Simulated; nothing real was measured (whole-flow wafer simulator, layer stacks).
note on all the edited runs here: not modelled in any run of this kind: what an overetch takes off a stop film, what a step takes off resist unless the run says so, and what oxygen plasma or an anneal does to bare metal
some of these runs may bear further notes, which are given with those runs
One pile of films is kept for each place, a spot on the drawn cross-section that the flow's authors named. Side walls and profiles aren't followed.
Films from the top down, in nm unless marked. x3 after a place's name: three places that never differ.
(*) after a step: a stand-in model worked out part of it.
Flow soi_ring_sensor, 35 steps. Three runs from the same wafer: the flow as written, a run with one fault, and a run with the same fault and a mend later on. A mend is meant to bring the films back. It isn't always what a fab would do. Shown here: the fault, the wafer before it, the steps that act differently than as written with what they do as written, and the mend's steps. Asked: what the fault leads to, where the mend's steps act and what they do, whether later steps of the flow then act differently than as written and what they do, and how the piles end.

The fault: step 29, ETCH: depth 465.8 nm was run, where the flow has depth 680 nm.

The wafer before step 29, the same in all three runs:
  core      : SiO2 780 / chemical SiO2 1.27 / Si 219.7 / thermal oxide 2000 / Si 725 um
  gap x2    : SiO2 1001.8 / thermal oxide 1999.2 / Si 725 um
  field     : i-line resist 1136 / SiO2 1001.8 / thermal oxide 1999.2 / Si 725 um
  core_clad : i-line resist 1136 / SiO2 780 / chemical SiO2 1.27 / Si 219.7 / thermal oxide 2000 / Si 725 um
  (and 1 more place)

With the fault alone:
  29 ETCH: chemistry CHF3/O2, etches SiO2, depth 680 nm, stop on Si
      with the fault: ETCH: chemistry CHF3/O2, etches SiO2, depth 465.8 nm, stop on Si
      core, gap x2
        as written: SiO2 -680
        with the fault: SiO2 -465.8
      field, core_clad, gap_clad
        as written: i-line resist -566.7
        with the fault: i-line resist -388.2
  Later steps of the flow that act differently than as written:
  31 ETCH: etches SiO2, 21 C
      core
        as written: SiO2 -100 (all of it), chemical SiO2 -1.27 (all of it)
        with the fault: SiO2 -314.2 (all of it), chemical SiO2 -1.27 (all of it)
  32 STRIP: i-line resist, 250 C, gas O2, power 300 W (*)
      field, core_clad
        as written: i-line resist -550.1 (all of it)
        with the fault: i-line resist -728.6 (all of it)
  At the end the piles differ from the flow's only slightly at the places that both follow, by at most 2% or 0.5 nm, whichever is larger.

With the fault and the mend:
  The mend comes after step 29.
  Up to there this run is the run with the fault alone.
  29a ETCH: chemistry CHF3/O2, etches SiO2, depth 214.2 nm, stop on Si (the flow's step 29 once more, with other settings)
      core, gap x2
        SiO2 -214.2
      field, core_clad, gap_clad
        i-line resist -178.5
  No later step of the flow acts differently than as written at any place that is followed.
  At the end the piles are the same as the flow's at every place that both follow.
